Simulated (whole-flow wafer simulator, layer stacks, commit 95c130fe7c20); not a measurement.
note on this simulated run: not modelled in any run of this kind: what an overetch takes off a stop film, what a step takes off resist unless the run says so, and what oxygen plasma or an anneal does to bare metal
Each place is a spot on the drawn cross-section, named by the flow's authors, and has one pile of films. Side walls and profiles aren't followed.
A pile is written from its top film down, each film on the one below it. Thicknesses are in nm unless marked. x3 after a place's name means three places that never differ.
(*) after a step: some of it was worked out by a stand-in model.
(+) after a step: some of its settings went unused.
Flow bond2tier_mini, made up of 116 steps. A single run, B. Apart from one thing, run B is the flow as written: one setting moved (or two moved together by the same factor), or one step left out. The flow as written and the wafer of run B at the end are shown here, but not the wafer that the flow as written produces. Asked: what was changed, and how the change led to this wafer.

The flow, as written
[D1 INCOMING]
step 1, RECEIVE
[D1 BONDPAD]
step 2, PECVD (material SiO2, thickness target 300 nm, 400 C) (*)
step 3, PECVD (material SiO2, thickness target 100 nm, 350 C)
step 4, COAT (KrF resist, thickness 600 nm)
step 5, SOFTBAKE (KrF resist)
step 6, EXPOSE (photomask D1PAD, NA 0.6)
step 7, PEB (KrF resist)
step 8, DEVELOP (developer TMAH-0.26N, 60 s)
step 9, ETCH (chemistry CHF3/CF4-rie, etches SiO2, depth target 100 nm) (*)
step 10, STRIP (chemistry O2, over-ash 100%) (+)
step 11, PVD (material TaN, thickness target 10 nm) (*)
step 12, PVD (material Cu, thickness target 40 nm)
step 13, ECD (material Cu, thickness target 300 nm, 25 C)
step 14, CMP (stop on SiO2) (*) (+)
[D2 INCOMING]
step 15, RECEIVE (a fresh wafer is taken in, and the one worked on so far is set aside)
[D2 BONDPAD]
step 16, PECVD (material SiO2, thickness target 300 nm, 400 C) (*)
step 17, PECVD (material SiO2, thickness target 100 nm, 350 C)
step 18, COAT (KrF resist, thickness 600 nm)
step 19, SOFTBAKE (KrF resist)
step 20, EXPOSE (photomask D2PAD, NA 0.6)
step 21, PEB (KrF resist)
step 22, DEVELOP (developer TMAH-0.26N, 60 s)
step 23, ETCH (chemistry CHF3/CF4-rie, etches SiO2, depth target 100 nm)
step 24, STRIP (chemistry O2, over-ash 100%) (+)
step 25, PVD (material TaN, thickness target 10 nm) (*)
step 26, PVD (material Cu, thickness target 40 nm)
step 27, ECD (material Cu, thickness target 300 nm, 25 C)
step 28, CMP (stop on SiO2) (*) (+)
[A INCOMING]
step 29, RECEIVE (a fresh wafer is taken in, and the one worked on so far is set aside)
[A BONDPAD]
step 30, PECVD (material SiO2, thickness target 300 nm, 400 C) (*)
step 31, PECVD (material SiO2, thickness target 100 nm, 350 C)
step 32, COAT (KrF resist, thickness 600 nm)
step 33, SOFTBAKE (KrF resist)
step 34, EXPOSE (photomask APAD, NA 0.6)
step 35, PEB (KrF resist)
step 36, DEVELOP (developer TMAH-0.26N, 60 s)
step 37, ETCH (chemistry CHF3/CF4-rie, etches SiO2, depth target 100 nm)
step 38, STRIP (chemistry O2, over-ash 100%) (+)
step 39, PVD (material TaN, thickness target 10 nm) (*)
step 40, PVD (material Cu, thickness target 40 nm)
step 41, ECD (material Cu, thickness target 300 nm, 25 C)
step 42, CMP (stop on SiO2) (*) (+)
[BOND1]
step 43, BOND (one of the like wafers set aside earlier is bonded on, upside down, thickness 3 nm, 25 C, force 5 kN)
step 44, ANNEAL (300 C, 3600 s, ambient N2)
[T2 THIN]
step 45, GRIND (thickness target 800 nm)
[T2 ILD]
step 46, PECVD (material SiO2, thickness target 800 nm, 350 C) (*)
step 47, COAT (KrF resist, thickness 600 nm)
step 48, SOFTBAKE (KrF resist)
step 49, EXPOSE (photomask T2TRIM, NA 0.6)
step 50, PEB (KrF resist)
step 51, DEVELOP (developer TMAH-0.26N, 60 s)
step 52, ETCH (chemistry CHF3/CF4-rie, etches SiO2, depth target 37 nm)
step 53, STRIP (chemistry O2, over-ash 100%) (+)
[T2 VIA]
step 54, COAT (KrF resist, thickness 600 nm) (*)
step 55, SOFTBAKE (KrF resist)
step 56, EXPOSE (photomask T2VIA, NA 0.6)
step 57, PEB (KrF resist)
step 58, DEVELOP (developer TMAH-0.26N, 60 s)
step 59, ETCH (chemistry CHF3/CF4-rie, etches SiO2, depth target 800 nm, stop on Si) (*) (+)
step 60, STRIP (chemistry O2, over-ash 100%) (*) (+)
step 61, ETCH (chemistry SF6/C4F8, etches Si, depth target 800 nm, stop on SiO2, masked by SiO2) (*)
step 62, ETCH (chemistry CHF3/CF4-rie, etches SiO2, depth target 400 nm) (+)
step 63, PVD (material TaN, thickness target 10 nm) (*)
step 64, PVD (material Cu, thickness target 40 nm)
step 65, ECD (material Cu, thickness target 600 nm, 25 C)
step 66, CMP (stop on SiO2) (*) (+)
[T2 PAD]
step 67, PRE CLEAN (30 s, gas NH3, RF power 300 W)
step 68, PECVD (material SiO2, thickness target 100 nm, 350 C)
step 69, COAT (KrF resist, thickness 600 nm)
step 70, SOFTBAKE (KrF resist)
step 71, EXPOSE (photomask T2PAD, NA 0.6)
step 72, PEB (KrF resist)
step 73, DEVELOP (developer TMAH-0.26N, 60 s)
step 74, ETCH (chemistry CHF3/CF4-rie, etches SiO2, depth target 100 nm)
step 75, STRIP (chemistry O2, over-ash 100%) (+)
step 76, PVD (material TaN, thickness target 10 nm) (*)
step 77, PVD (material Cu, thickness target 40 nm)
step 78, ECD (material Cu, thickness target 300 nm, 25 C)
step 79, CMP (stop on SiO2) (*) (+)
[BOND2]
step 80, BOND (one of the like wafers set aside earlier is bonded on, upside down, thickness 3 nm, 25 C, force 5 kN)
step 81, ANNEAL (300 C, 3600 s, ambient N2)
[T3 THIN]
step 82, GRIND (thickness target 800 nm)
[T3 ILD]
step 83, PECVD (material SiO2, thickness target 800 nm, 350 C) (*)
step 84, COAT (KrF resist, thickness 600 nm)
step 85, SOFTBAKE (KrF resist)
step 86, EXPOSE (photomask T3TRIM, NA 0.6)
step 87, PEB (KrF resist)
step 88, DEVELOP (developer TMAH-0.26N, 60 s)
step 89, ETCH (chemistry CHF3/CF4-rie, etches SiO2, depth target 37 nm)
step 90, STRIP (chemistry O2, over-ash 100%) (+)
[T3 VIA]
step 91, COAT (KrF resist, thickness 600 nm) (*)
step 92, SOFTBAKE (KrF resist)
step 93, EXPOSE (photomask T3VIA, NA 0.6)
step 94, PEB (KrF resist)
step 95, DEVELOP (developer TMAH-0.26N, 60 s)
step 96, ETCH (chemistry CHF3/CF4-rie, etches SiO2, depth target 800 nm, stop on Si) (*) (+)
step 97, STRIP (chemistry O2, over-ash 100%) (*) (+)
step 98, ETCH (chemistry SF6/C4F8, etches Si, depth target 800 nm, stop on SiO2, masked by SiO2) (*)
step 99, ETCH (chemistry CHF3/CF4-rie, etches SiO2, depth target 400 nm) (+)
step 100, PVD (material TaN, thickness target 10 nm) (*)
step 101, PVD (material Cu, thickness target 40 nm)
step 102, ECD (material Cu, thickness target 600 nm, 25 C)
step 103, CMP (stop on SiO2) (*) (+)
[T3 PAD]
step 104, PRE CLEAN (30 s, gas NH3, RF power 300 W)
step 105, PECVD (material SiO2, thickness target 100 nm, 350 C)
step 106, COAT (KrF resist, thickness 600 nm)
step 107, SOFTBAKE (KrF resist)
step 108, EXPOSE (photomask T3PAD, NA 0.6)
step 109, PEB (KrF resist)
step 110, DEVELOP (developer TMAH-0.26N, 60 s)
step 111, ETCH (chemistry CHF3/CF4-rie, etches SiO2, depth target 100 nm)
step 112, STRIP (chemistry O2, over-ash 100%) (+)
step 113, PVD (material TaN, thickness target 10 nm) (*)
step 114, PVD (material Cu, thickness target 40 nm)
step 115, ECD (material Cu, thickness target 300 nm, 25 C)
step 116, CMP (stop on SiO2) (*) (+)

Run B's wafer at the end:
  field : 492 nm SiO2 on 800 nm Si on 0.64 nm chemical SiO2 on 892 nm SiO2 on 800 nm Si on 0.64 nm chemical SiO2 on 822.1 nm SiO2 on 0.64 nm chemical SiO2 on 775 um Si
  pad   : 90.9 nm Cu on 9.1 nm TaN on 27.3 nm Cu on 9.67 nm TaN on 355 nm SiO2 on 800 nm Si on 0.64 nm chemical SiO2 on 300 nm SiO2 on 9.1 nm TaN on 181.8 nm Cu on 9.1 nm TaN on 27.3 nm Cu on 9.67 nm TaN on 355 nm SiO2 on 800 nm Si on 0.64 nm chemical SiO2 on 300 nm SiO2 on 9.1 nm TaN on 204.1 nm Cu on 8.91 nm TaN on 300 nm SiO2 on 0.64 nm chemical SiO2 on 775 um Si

The reason: step 31, PECVD: thickness target 122.1 nm was run, while the flow as written has thickness target 100 nm; step 37, ETCH: depth target 122.1 nm was run, where the flow has depth target 100 nm.

The path from the change to this, step by step:
  step 31, PECVD (material SiO2, thickness target 100 nm, 350 C)
      field, pad, via: SiO2 gains 122.1 (it would be, as written: SiO2 gains 100)
  step 37, ETCH (chemistry CHF3/CF4-rie, etches SiO2, depth target 100 nm)
      pad, via: SiO2 loses 122.1 (it would be, as written: SiO2 loses 100)
      field: KrF resist loses 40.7 (it would be, as written: KrF resist loses 33.3)
  step 41, ECD (material Cu, thickness target 300 nm, 25 C)
      pad: Cu gains 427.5 (it would be, as written: Cu gains 404.5)
      via: Cu gains 422.4 (it would be, as written: Cu gains 400.2)
